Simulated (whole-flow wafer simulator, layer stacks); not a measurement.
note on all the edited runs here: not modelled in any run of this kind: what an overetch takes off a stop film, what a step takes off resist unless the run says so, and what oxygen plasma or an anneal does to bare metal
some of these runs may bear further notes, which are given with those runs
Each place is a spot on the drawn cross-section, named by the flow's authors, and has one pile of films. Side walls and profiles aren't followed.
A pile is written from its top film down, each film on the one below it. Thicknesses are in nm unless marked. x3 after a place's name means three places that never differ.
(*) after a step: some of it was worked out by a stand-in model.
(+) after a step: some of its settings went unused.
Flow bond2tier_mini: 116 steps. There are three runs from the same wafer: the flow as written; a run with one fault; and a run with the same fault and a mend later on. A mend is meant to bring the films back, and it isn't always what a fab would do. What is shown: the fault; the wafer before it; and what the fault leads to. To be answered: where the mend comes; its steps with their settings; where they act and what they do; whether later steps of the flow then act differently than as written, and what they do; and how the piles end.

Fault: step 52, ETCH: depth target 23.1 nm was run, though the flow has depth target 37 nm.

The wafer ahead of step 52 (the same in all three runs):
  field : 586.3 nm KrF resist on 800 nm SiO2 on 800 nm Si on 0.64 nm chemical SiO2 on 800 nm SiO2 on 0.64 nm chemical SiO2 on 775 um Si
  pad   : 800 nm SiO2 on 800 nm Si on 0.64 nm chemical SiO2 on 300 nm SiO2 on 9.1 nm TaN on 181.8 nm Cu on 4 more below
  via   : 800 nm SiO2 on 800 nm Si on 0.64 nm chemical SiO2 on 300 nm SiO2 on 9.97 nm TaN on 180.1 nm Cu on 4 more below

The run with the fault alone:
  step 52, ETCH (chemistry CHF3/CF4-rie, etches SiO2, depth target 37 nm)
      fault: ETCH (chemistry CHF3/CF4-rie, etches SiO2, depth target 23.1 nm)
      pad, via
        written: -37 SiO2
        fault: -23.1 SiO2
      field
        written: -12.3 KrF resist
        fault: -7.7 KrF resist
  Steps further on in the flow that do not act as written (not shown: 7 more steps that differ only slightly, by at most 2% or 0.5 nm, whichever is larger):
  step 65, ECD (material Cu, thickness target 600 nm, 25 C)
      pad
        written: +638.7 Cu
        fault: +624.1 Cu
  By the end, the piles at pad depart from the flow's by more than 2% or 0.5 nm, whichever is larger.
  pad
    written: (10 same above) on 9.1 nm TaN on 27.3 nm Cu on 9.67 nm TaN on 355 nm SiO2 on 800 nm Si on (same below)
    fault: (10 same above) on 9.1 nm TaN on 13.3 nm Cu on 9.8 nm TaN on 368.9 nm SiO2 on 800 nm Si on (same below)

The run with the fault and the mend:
  The mend follows step 53.
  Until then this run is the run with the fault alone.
  step 53a, COAT (KrF resist, thickness 600 nm) (*) (the flow's step 47, run once more)
      field
        +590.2 KrF resist (new film)
      pad
        +610.2 KrF resist (new film)
      via
        +609 KrF resist (new film)
  step 53b, SOFTBAKE (KrF resist) (the flow's step 48, run once more)
      does not change any film at any place that is followed
  step 53c, EXPOSE (photomask T2TRIM, NA 0.6) (the flow's step 49, run once more)
      does not change any film at any place that is followed
  step 53d, PEB (KrF resist) (the flow's step 50, run once more)
      does not change any film at any place that is followed
  step 53e, DEVELOP (developer TMAH-0.26N, 60 s) (the flow's step 51, run once more)
      field
        -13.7 KrF resist
      pad
        -610.2 KrF resist (all of it)
      via
        -609 KrF resist (all of it)
  step 53f, ETCH (chemistry CHF3/CF4-rie, etches SiO2, depth target 13.9 nm) (the flow's step 52, run once more with other settings)
      pad, via
        -13.9 SiO2
      field
        -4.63 KrF resist
  step 53g, STRIP (chemistry O2, over-ash 100%) (+) (the flow's step 53, run once more)
      field
        -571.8 KrF resist (all of it)
  None of the later steps of the flow acts differently than as written at any place that is followed.
  By the end, the piles equal the flow's at every place that both follow.
